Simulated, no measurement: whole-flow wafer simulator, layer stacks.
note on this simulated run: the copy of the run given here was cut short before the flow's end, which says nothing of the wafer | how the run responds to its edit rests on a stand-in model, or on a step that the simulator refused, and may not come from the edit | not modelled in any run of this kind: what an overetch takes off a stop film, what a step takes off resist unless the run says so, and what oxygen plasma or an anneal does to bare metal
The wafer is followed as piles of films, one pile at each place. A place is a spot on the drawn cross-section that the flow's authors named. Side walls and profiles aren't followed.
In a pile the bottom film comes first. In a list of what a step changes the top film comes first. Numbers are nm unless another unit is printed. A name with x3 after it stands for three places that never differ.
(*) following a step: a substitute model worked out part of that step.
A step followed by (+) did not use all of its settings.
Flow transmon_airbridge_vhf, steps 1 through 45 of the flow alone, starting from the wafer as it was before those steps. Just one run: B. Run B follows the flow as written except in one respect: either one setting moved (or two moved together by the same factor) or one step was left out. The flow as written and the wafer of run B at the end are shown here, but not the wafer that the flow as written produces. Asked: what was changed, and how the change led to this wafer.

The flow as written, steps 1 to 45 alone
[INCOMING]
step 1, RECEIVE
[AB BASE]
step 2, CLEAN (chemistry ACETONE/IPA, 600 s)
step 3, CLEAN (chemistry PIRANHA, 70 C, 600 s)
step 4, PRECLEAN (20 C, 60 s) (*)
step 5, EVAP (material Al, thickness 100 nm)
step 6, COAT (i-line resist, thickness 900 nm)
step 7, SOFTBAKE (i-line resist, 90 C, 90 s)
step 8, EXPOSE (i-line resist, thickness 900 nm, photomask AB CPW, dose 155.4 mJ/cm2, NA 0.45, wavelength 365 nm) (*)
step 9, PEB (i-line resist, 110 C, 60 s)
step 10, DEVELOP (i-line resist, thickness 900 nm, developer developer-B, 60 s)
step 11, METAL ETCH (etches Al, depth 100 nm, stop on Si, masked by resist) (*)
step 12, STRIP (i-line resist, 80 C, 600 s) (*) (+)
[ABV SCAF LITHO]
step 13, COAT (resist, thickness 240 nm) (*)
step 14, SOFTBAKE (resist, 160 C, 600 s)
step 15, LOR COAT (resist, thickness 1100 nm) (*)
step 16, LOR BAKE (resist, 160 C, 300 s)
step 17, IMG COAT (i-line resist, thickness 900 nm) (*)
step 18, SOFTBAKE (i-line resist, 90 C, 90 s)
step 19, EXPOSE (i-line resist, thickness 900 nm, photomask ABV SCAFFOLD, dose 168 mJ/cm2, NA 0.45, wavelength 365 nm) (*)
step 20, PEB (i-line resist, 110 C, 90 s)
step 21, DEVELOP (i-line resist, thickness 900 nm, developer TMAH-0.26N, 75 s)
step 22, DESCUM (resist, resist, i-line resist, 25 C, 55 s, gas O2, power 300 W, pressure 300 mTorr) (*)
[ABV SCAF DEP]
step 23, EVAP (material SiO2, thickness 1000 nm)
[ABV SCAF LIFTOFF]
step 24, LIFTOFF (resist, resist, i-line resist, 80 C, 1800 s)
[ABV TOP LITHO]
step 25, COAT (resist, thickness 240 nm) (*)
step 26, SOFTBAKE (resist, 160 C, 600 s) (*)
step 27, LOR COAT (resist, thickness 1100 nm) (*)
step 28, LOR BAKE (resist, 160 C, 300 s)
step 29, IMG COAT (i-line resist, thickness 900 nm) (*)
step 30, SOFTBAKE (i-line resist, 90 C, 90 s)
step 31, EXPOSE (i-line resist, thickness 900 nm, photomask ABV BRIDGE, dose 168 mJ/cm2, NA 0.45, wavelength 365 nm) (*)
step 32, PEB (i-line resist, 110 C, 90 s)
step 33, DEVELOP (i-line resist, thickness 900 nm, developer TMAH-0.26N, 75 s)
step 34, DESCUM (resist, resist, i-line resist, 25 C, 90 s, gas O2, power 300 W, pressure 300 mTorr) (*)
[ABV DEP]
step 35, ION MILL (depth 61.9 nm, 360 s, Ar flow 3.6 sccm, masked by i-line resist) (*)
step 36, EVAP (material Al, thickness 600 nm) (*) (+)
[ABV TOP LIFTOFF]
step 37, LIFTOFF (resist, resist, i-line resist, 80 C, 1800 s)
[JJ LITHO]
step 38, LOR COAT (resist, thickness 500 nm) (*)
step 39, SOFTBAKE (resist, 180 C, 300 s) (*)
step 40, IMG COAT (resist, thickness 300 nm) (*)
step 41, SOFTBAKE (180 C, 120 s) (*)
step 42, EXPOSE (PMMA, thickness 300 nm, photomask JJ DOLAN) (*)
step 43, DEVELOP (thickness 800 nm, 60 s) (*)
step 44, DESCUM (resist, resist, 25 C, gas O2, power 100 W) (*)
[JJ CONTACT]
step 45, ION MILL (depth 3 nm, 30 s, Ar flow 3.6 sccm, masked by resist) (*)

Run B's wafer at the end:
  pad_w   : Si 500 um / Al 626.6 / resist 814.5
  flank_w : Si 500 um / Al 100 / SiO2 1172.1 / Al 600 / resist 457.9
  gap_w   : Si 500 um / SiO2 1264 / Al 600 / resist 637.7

What caused this: step 23, EVAP: thickness 1300 nm was run, whereas the flow has thickness 1000 nm.

How this came from the change, step by step:
  step 23, EVAP (material SiO2, thickness 1000 nm)
      field x3, jj_line, ground_far and 10 more: +1300 SiO2 (new film) (as written it would have been: +1000 SiO2 (new film))
      flank_w, flank_e: +1208.1 SiO2 (new film) (as written it would have been: +929.3 SiO2 (new film))
  step 24, LIFTOFF (resist, resist, i-line resist, 80 C, 1800 s)
      field x3, jj_line, trace_open_s x2: -1300 SiO2 (all of it), -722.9 i-line resist (all of it), -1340 resist (all of it) (as written it would have been: -1000 SiO2 (all of it), -722.9 i-line resist (all of it), -1340 resist (all of it))
      pad_w, pad_e: -1300 SiO2 (all of it), -718 i-line resist (all of it), -1330.2 resist (all of it) (as written it would have been: -1000 SiO2 (all of it), -718 i-line resist (all of it), -1330.2 resist (all of it))
      (as well as at 1 more place)
  step 25, COAT (resist, thickness 240 nm) (*)
      flank_w, flank_e: +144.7 resist (new film) (as written it would have been: +152.6 resist (new film))
      gap_w, gap_e: +197.8 resist (new film) (as written it would have been: +210.7 resist (new film))
      (as well as at 6 more places)
  step 27, LOR COAT (resist, thickness 1100 nm) (*)
      gap_w, gap_e: +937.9 resist (as written it would have been: +977.8 resist)
      margin_s, margin_n: +757.1 resist (as written it would have been: +823.4 resist)
      (as well as at 6 more places)
  step 29, IMG COAT (i-line resist, thickness 900 nm) (*)
      gap_w, gap_e: +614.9 i-line resist (new film) (as written it would have been: +681.7 i-line resist (new film))
      margin_s, margin_n: +508.4 i-line resist (new film) (as written it would have been: +603.2 i-line resist (new film))
      (as well as at 7 more places)
  step 32, PEB (i-line resist, 110 C, 90 s)
      pad_w, pad_e: -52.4 i-line resist (as written it would have been: -51 i-line resist)
      flank_w, flank_e: -35.2 i-line resist (as written it would have been: -38.3 i-line resist)
      (as well as at 7 more places)
  step 33, DEVELOP (i-line resist, thickness 900 nm, developer TMAH-0.26N, 75 s)
      gap_w, gap_e: -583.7 i-line resist (all of it), -937.9 resist (as written it would have been: -646.9 i-line resist (all of it), -977.8 resist)
      pad_w: -961.9 i-line resist (all of it), -1295.4 resist (as written it would have been: -937.2 i-line resist (all of it), -1247.8 resist)
      (as well as at 5 more places)
  step 34, DESCUM (resist, resist, i-line resist, 25 C, 90 s, gas O2, power 300 W, pressure 300 mTorr) (*)
      flank_w, flank_e: -144.7 resist (all of it) (as written it would have been: -152.6 resist (all of it))
      gap_w, gap_e: -197.8 resist (all of it) (as written it would have been: -210.7 resist (all of it))
      (as well as at 4 more places)
  step 37, LIFTOFF (resist, resist, i-line resist, 80 C, 1800 s)
      margin_s, margin_n: -600 Al (all of it), -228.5 i-line resist (all of it), -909 resist (all of it) (as written it would have been: -600 Al (all of it), -318.3 i-line resist (all of it), -992 resist (all of it))
      ground_far: -600 Al (all of it), -754.9 i-line resist (all of it), -1392.6 resist (all of it) (as written it would have been: -600 Al (all of it), -717.9 i-line resist (all of it), -1384.9 resist (all of it))
  step 38, LOR COAT (resist, thickness 500 nm) (*)
      pad_w, pad_e: +536.2 resist (new film) (as written it would have been: +517 resist (new film))
      flank_w, flank_e: +286.8 resist (new film) (as written it would have been: +306.5 resist (new film))
      (as well as at 6 more places)
  step 40, IMG COAT (resist, thickness 300 nm) (*)
      pad_w, pad_e: +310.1 resist (as written it would have been: +300.1 resist)
      flank_w, flank_e: +202.9 resist (as written it would have been: +212.1 resist)
      (as well as at 6 more places)
